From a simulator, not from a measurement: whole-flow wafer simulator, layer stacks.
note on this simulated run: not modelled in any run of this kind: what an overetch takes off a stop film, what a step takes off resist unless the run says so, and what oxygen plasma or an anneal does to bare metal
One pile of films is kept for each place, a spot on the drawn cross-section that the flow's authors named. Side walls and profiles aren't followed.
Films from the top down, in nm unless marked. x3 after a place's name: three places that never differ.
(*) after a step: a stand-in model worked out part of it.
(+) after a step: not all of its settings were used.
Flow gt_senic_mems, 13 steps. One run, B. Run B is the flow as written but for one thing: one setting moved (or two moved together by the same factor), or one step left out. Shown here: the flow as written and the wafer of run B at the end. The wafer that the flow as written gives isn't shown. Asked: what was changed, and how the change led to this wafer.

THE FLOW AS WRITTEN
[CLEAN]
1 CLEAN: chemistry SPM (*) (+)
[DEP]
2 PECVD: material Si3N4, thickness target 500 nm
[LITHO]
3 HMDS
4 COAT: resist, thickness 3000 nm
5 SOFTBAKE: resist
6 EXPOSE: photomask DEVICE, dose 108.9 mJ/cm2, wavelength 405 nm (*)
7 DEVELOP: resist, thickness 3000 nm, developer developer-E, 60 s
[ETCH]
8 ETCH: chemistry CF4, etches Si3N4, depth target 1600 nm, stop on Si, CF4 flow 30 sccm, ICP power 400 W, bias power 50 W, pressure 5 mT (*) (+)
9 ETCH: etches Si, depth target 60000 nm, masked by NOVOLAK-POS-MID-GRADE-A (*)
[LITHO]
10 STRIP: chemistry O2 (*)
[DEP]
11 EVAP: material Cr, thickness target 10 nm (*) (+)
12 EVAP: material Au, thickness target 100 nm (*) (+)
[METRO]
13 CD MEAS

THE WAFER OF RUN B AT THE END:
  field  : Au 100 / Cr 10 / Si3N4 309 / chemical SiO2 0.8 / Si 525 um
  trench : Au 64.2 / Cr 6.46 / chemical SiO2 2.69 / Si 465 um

The cause: step 2, PECVD: thickness target 309 nm was run, where the flow has thickness target 500 nm.
It can be read off the wafer: field has Si3N4 309, and step 2 as written asks for 500 nm.

How the change led to this, step by step:
  2 PECVD: material Si3N4, thickness target 500 nm
      field, trench: Si3N4 +309 (new film) (as written it would be: Si3N4 +500 (new film))
  8 ETCH: chemistry CF4, etches Si3N4, depth target 1600 nm, stop on Si, CF4 flow 30 sccm, ICP power 400 W, bias power 50 W, pressure 5 mT (*) (+)
      field: resist -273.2 (as written it would be: resist -400.5)
      trench: Si3N4 -309 (all of it), chemical SiO2 -0.8 (all of it) (as written it would be: Si3N4 -500 (all of it), chemical SiO2 -0.8 (all of it))
  10 STRIP: chemistry O2 (*)
      field: resist -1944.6 (all of it) (as written it would be: resist -1817.3 (all of it))
